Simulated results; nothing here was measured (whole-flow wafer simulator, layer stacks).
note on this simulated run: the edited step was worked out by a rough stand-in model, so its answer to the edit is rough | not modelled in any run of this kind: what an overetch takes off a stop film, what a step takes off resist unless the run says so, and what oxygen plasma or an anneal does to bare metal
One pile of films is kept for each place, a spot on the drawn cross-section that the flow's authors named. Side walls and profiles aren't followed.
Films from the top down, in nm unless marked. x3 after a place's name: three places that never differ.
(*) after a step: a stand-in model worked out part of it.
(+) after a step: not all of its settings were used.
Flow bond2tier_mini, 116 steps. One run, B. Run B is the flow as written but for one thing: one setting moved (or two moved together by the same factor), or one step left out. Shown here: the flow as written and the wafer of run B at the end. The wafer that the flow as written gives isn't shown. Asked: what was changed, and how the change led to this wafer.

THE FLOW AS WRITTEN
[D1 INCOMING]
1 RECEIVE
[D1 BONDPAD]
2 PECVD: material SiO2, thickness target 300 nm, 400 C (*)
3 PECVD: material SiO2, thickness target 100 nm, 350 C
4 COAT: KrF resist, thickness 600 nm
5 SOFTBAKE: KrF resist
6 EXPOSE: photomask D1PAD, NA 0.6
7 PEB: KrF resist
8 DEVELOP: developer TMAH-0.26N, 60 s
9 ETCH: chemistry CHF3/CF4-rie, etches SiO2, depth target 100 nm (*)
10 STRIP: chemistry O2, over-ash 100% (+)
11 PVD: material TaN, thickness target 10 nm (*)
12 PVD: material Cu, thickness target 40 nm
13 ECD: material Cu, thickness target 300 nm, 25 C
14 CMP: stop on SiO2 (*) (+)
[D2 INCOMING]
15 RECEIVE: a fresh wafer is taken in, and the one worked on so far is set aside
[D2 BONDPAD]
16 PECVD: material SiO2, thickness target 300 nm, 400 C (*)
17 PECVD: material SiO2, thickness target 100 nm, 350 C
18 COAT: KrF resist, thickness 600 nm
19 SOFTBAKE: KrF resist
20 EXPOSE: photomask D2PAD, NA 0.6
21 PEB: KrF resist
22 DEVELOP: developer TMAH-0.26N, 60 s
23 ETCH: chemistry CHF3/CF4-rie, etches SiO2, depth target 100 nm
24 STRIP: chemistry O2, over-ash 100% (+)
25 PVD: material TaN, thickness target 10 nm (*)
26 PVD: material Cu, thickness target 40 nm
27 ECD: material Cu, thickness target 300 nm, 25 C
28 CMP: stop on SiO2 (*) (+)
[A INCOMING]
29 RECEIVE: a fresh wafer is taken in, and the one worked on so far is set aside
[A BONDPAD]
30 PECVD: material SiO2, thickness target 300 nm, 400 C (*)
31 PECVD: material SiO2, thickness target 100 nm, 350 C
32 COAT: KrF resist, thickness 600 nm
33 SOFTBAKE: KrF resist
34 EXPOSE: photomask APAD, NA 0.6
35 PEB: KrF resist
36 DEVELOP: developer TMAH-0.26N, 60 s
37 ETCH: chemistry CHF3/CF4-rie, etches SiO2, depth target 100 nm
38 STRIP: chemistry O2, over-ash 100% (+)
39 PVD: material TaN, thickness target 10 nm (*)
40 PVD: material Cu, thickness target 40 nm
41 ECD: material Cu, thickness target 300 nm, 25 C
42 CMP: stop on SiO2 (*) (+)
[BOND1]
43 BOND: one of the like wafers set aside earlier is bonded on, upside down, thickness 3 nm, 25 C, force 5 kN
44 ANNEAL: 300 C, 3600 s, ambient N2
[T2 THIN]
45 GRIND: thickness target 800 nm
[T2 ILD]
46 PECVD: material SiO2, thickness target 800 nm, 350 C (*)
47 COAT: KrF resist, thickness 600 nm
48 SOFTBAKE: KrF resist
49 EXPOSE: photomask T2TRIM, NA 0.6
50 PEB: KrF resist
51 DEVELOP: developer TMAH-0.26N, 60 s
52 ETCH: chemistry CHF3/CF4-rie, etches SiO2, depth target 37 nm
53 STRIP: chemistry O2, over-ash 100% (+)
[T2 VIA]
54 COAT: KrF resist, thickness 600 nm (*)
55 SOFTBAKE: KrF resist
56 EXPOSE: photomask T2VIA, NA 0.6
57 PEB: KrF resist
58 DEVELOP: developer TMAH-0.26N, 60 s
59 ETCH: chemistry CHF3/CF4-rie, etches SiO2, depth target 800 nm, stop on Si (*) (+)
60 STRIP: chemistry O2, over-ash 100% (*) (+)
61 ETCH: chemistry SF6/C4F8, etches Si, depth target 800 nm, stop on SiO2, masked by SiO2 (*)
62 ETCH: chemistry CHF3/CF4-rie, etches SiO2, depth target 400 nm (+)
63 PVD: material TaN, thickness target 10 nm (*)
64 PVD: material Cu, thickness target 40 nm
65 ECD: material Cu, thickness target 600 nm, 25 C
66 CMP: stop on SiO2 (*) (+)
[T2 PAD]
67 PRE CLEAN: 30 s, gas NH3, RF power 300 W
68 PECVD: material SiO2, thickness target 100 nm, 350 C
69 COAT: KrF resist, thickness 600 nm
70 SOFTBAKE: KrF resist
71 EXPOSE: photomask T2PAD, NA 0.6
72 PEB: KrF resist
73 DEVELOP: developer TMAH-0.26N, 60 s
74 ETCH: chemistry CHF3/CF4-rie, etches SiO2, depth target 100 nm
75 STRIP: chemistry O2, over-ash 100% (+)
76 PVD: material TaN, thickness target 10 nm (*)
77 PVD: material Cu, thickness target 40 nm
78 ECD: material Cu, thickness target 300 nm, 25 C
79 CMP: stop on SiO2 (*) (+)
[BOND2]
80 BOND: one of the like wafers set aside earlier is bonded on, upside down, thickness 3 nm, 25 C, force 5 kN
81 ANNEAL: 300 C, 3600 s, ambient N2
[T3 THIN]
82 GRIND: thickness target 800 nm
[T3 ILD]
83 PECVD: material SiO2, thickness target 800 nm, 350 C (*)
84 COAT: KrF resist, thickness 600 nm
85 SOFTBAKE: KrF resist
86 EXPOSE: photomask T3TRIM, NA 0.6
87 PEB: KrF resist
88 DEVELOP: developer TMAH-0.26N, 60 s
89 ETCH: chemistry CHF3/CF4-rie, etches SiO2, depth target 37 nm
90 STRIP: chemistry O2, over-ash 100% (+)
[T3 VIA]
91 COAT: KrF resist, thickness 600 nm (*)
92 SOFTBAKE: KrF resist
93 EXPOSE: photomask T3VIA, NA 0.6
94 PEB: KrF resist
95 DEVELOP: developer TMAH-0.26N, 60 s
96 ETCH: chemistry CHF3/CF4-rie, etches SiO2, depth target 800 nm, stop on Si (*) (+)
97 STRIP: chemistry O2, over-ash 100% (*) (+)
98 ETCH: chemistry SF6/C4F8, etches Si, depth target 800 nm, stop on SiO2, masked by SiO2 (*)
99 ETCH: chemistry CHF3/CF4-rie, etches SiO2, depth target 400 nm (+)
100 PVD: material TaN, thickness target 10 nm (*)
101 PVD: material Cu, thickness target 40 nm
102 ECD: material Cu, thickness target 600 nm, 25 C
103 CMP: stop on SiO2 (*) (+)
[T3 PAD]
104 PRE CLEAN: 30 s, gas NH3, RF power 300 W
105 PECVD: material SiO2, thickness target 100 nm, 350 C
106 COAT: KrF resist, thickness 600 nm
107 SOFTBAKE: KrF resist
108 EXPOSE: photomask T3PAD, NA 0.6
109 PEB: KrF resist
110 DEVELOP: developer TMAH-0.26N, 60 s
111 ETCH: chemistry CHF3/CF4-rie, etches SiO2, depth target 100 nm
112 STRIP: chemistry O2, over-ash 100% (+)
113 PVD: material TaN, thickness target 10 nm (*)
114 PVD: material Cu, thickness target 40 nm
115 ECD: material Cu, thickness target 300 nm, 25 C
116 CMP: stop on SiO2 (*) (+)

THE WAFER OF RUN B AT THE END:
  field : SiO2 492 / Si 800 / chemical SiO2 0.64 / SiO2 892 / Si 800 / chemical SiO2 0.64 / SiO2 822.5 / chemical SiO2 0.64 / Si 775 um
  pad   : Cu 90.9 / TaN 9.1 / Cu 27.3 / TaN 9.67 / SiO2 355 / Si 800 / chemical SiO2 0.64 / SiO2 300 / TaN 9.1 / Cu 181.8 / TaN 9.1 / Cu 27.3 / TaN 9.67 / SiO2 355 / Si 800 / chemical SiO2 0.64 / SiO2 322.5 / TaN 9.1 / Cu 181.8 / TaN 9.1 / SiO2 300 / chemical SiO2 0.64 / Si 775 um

The cause: step 2, PECVD: thickness target 322.5 nm was run, where the flow has thickness target 300 nm.
It can be read off the wafer: pad has SiO2 322.5, and step 2 as written asks for 300 nm.

How the change led to this, step by step:
  2 PECVD: material SiO2, thickness target 300 nm, 400 C (*)
      field, pad, via: SiO2 +322.5 (new film) (as written it would be: SiO2 +300 (new film))
  43 BOND: one of the like wafers set aside earlier is bonded on, upside down, thickness 3 nm, 25 C, force 5 kN
      field: Si +775 um (new film), chemical SiO2 +0.64 (new film), SiO2 +422.5 (as written it would be: Si +775 um (new film), chemical SiO2 +0.64 (new film), SiO2 +400)
      pad: Si +775 um (new film), chemical SiO2 +0.64 (new film), SiO2 +322.5 (new film), TaN +9.1 (new film), Cu +90.9 (as written it would be: Si +775 um (new film), chemical SiO2 +0.64 (new film), SiO2 +300 (new film), TaN +9.1 (new film), Cu +90.9)
      (and at 1 more place)
